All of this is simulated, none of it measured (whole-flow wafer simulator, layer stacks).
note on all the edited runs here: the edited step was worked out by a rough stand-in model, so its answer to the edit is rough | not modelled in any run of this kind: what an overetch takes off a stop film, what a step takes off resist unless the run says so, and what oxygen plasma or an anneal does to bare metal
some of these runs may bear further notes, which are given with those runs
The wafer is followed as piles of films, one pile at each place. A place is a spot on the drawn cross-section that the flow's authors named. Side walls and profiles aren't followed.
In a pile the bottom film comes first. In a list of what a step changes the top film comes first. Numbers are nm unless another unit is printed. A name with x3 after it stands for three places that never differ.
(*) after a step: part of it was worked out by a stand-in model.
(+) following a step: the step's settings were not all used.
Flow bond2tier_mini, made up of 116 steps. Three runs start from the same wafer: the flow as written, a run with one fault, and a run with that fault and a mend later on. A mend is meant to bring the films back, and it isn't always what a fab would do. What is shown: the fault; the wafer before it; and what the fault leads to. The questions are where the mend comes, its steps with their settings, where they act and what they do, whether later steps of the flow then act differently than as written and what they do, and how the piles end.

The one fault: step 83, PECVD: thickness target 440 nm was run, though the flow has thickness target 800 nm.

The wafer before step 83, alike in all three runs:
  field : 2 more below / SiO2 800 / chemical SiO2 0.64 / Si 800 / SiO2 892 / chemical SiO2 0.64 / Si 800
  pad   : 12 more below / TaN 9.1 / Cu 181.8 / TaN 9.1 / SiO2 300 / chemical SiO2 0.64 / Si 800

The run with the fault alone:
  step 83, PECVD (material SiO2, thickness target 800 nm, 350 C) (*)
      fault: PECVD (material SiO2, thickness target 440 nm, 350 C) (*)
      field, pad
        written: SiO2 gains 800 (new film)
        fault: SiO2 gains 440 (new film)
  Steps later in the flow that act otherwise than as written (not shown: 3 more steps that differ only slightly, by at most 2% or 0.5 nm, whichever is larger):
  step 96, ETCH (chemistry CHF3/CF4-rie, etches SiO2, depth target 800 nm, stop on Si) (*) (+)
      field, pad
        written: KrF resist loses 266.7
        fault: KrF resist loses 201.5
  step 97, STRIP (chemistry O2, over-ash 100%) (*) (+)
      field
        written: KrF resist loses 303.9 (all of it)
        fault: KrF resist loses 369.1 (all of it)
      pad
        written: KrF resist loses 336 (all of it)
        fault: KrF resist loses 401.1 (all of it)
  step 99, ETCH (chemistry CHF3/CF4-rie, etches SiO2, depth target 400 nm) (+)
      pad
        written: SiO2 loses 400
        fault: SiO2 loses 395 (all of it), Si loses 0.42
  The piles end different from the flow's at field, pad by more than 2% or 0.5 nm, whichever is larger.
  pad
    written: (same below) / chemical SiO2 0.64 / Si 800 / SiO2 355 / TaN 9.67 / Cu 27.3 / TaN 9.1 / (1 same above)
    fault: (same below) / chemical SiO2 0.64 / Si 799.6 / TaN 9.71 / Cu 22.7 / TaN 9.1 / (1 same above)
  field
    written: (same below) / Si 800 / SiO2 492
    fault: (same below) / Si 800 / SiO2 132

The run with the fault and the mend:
  The mend stands after step 83.
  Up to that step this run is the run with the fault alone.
  step 83a, PECVD (material SiO2, thickness target 360 nm, 350 C) (*) (a further turn of the flow's step 83, with different settings)
      field, pad
        SiO2 gains 360
  Every later step of the flow that is run acts as written at every place that is followed.
  By the end, the piles equal the flow's at every place that both follow.
